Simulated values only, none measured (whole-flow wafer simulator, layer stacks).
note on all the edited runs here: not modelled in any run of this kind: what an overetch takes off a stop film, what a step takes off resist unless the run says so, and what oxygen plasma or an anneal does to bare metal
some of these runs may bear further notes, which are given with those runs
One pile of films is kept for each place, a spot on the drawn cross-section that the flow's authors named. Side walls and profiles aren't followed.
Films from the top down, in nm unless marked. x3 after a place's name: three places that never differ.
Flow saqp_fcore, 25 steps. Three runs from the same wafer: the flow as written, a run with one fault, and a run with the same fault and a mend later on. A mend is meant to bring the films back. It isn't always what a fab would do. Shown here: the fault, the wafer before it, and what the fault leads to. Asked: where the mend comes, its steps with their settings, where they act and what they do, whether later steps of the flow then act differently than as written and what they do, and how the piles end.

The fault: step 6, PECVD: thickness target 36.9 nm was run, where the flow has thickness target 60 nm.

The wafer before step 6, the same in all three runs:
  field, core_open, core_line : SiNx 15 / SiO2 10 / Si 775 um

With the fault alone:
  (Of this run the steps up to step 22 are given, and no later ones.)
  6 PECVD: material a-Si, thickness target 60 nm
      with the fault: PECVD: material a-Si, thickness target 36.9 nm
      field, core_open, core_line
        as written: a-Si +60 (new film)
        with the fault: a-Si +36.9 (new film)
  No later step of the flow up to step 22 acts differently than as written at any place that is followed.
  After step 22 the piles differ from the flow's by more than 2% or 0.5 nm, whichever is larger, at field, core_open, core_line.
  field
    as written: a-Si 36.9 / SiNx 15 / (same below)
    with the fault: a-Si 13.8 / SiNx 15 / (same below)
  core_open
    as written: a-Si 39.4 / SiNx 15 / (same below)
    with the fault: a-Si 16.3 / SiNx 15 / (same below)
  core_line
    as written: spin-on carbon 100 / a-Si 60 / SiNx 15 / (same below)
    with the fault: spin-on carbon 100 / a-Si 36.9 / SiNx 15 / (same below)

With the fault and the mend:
  The mend comes after step 7.
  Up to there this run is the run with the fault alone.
  7a ETCH: chemistry tmah, depth target 42.43 nm
      field, core_open, core_line
        a-Si -36.9 (all of it)
  7b PECVD: material a-Si, thickness target 60 nm (the flow's step 6 once more)
      field, core_open, core_line
        a-Si +60 (new film)
  No later step of the flow acts differently than as written at any place that is followed.
  At the end the piles are the same as the flow's at every place that both follow.
